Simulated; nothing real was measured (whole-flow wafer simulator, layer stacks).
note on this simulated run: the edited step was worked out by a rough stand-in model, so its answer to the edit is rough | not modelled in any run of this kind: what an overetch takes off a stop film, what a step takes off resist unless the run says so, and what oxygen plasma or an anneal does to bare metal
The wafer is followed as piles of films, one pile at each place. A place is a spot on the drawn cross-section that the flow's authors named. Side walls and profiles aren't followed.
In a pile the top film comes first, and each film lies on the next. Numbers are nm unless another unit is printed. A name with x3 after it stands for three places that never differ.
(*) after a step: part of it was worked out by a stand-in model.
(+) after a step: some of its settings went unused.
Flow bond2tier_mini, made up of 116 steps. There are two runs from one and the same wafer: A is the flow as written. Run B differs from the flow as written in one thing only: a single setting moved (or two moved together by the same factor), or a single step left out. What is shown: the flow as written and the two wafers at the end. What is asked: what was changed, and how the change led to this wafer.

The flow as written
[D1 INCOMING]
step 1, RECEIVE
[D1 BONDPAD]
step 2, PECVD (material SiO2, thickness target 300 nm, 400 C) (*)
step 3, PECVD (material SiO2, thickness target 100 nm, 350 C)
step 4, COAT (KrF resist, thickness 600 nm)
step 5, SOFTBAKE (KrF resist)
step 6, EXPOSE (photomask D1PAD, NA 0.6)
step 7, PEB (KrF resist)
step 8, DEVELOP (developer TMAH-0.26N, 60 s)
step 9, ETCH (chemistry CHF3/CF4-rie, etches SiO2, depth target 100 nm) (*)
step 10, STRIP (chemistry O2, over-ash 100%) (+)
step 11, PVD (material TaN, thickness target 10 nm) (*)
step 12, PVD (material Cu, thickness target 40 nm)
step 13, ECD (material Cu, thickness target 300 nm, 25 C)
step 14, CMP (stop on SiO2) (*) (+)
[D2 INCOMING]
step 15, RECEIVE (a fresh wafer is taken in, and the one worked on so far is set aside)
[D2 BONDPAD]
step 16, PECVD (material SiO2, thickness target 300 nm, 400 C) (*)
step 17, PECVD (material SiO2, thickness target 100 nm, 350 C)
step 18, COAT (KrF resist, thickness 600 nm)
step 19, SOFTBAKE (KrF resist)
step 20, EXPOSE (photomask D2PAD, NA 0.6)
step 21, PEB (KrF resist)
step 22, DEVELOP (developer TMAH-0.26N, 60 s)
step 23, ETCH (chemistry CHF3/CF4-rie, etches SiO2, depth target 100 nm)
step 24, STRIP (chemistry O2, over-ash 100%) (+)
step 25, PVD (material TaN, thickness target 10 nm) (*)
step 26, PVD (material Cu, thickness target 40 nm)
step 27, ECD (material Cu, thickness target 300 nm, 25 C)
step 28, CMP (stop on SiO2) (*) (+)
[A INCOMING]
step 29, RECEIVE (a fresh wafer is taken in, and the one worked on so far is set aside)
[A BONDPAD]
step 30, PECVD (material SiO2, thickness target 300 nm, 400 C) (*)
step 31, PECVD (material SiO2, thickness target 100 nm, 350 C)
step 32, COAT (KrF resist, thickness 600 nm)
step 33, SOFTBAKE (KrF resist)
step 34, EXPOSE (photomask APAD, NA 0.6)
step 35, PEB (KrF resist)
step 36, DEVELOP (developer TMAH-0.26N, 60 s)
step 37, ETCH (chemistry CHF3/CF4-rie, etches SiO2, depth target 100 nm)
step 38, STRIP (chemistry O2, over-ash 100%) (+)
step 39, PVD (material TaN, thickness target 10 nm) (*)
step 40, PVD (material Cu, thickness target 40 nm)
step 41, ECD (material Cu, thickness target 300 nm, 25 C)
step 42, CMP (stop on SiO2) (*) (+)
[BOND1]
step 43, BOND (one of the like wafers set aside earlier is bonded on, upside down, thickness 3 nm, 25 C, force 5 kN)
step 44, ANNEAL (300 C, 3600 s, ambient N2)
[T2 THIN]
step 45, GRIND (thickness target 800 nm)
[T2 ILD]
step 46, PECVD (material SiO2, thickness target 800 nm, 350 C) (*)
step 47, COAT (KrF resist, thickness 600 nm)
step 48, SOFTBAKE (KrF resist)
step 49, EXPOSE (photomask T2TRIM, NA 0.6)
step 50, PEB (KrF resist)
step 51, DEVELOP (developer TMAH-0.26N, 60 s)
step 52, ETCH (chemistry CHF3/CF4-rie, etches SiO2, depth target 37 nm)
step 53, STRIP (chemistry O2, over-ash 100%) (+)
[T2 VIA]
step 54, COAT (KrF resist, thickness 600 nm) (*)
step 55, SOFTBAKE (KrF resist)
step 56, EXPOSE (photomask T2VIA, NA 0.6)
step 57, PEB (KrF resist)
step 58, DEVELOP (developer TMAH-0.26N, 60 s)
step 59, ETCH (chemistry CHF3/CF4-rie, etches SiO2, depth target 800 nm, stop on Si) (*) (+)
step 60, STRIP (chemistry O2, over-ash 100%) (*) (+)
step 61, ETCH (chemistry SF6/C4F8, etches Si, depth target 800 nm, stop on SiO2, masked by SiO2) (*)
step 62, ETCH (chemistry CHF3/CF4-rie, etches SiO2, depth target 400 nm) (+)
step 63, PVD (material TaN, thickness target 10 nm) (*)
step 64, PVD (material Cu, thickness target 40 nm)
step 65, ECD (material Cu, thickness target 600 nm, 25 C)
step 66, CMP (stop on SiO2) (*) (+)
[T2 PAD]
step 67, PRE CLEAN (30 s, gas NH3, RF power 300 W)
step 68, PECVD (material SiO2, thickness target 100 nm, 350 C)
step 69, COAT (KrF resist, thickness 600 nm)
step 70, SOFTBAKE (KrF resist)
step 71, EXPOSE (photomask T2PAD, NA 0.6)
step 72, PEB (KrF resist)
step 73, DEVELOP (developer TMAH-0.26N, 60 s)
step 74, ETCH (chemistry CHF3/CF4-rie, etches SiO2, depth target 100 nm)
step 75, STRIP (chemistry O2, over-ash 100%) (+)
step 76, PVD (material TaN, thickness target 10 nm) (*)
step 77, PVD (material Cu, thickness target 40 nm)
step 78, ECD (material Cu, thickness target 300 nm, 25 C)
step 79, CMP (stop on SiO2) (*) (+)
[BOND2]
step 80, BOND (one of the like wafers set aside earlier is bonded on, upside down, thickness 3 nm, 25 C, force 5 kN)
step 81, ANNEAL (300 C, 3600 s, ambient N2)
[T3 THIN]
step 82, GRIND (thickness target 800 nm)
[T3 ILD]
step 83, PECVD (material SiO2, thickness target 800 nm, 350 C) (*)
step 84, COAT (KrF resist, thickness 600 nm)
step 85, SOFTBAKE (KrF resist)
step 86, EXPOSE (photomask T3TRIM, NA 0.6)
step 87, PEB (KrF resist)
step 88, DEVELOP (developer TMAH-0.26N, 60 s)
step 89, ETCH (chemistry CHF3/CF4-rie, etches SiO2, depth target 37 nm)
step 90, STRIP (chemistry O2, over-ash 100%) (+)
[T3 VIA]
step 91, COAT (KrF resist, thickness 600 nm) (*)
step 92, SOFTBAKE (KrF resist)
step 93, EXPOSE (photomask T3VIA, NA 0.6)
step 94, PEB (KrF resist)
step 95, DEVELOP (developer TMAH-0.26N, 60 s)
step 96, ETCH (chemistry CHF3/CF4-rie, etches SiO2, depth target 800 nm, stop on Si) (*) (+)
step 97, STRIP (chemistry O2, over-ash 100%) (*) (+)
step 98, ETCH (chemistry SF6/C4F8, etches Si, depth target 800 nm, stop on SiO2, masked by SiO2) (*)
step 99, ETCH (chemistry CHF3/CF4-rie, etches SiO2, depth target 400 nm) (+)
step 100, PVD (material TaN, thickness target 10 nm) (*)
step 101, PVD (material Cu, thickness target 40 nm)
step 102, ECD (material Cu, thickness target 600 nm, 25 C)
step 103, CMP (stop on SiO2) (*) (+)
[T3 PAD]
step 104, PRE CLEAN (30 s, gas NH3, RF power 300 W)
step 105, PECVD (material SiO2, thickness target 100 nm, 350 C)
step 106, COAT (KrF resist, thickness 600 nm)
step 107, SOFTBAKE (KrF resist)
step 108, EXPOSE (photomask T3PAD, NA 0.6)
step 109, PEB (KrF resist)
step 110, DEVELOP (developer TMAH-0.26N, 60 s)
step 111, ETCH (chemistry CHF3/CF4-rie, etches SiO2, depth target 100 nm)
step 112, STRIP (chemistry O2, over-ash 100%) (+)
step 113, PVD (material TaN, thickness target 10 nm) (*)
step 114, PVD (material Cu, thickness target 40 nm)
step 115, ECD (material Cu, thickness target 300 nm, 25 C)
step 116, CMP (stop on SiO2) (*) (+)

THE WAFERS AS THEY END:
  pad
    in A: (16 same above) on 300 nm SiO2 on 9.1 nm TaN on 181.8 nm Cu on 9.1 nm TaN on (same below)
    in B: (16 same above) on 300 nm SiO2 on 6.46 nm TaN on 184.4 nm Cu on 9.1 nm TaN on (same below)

What caused this: step 11, PVD: thickness target 7.1 nm was run, though the flow has thickness target 10 nm.

How this came from the change, step by step:
  step 11, PVD (material TaN, thickness target 10 nm) (*)
      field: A TaN gains 10 (new film) | B TaN gains 7.1 (new film)
      pad: A TaN gains 9.1 (new film) | B TaN gains 6.46 (new film)
      (as well as at 1 more place)
  step 14, CMP (stop on SiO2) (*) (+)
      field: A Cu loses 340 (all of it), TaN loses 10 (all of it) | B Cu loses 340 (all of it), TaN loses 7.1 (all of it)
  step 43, BOND (one of the like wafers set aside earlier is bonded on, upside down, thickness 3 nm, 25 C, force 5 kN)
      pad: A Si gains 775 um (new film), chemical SiO2 gains 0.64 (new film), SiO2 gains 300 (new film), TaN gains 9.1 (new film), Cu gains 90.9 | B Si gains 775 um (new film), chemical SiO2 gains 0.64 (new film), SiO2 gains 300 (new film), TaN gains 6.46 (new film), Cu gains 93.5
      via: A Si gains 775 um (new film), chemical SiO2 gains 0.64 (new film), SiO2 gains 300 (new film), TaN gains 9.97 (new film), Cu gains 90 | B Si gains 775 um (new film), chemical SiO2 gains 0.64 (new film), SiO2 gains 300 (new film), TaN gains 7.08 (new film), Cu gains 92.9
